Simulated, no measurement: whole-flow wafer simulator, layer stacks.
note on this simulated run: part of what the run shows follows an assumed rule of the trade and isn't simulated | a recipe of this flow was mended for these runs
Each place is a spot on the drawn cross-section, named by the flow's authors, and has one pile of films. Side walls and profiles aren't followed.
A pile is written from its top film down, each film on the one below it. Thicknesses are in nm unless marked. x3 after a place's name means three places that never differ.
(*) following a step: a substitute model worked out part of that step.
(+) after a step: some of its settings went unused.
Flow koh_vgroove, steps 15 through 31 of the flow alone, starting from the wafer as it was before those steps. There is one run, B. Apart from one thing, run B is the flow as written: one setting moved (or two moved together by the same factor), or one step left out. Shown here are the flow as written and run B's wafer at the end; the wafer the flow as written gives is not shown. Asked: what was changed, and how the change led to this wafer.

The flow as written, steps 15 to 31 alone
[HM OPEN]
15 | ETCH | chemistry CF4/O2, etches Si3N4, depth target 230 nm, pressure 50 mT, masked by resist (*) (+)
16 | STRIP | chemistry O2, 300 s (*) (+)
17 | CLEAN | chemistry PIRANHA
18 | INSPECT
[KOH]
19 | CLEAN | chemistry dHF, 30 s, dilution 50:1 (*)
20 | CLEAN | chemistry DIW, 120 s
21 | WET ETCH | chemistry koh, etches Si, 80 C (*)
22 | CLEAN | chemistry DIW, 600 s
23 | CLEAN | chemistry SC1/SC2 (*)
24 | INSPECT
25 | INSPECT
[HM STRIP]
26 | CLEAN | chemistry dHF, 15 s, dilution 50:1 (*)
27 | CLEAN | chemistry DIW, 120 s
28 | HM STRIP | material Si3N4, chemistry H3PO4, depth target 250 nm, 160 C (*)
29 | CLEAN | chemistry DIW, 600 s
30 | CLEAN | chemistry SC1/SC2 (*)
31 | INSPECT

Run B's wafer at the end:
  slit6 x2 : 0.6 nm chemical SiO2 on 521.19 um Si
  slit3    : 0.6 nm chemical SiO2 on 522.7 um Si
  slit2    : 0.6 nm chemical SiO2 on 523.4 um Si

The reason: step 15, ETCH: depth target 267 nm was run, whereas the flow has depth target 230 nm.

How this came from the change, step by step:
  15 | ETCH | chemistry CF4/O2, etches Si3N4, depth target 230 nm, pressure 50 mT, masked by resist (*) (+)
      slit3, slit2, slit6 x2: Si3N4 loses 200 (all of it), chemical SiO2 loses 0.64 (all of it), Si loses 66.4 (in the flow as written it would be: Si3N4 loses 200 (all of it), chemical SiO2 loses 0.64 (all of it), Si loses 29.4)
      field: i-line-resist loses 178 (in the flow as written it would be: i-line-resist loses 153.3)
  16 | STRIP | chemistry O2, 300 s (*) (+)
      field: i-line-resist loses 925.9 (all of it) (in the flow as written it would be: i-line-resist loses 950.6 (all of it))
